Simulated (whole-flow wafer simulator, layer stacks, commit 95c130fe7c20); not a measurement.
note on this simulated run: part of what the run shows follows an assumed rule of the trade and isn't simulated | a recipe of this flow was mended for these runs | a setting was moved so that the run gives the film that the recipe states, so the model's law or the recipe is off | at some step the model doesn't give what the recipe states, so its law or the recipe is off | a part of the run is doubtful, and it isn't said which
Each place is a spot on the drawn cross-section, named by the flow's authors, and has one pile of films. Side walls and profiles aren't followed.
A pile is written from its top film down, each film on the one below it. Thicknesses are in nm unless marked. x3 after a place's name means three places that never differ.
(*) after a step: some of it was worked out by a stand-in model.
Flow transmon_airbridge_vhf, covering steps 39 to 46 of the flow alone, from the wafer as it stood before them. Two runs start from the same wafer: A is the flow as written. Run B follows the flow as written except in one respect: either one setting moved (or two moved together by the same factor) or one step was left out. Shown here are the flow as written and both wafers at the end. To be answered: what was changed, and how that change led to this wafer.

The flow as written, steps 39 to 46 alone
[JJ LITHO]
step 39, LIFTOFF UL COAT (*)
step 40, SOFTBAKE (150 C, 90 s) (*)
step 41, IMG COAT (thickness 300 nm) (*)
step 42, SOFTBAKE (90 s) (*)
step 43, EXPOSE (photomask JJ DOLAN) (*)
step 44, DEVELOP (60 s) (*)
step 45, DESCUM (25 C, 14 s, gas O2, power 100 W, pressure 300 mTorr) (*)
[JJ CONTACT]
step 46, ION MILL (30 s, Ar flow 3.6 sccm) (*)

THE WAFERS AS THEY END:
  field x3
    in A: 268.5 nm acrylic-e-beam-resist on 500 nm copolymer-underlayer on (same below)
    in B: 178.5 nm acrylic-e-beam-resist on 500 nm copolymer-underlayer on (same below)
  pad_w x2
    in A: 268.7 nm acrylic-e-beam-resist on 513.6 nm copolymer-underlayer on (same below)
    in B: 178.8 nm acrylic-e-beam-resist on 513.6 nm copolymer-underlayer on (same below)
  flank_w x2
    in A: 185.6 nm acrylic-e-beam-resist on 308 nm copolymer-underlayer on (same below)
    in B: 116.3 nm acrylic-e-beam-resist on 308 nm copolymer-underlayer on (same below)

Cause: step 41, IMG COAT: thickness 210 nm was run, whereas the flow has thickness 300 nm.

Step by step, how the change led to this:
  step 41, IMG COAT (thickness 300 nm) (*)
      field x3, jj_line, ground_far x3: A +300 acrylic-e-beam-resist (new film) | B +210 acrylic-e-beam-resist (new film)
      pad_w x2: A +300.2 acrylic-e-beam-resist (new film) | B +210.3 acrylic-e-beam-resist (new film)
      (and at 8 other places as well)
  step 44, DEVELOP (60 s) (*)
      jj_line: A -300 acrylic-e-beam-resist (all of it), -500 copolymer-underlayer (all of it) | B -210 acrylic-e-beam-resist (all of it), -500 copolymer-underlayer (all of it)
